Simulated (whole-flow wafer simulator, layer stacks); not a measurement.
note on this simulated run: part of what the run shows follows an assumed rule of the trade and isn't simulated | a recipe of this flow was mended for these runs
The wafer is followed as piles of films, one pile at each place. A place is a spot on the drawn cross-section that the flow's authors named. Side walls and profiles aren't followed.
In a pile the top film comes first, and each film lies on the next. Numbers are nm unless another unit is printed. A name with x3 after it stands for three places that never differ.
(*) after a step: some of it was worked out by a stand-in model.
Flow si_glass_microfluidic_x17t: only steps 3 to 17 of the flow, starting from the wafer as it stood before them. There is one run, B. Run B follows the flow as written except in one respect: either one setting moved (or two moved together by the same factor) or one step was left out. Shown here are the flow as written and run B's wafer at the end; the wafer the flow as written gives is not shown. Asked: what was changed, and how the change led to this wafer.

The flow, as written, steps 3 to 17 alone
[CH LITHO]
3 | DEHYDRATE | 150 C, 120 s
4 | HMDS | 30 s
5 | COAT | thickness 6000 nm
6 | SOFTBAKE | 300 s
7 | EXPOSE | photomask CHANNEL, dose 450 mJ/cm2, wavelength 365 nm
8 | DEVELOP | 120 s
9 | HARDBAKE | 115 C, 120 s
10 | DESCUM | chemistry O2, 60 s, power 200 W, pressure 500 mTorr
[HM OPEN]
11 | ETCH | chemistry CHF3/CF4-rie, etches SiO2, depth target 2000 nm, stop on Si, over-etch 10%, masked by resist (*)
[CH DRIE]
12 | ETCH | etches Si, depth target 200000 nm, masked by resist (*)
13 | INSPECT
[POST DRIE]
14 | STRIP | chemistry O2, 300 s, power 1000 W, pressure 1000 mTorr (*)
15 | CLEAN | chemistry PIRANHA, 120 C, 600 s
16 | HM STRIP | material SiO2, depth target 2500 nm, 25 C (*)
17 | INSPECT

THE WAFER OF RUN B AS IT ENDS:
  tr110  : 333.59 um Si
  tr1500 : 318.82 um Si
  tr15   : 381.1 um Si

Cause: step 5, COAT: thickness 5280 nm was run, while the flow as written has thickness 6000 nm; step 11, ETCH: depth target 1760 nm was run, where the flow has depth target 2000 nm.

The path from the change to this, step by step:
  5 | COAT | thickness 6000 nm
      land, tr110, tr1500, tr15: +5280 thick-i-line-resist (new film) (it would be, as written: +6000 thick-i-line-resist (new film))
  8 | DEVELOP | 120 s
      tr110, tr1500, tr15: -5280 thick-i-line-resist (all of it) (it would be, as written: -6000 thick-i-line-resist (all of it))
  9 | HARDBAKE | 115 C, 120 s
      land: -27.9 thick-i-line-resist (it would be, as written: -33.5 thick-i-line-resist)
  11 | ETCH | chemistry CHF3/CF4-rie, etches SiO2, depth target 2000 nm, stop on Si, over-etch 10%, masked by resist (*)
      tr110, tr1500, tr15: -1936 SiO2 (it would be, as written: -2000 SiO2 (all of it), -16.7 Si)
      land: -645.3 thick-i-line-resist (it would be, as written: -733.3 thick-i-line-resist)
  12 | ETCH | etches Si, depth target 200000 nm, masked by resist (*)
      tr110: -64 SiO2 (all of it), -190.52 um Si (it would be, as written: -200.12 um Si)
      tr1500: -64 SiO2 (all of it), -205.3 um Si (it would be, as written: -215.73 um Si)
      (and at 1 other place as well)
  14 | STRIP | chemistry O2, 300 s, power 1000 W, pressure 1000 mTorr (*)
      land: -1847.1 thick-i-line-resist (all of it) (it would be, as written: -2472.3 thick-i-line-resist (all of it))
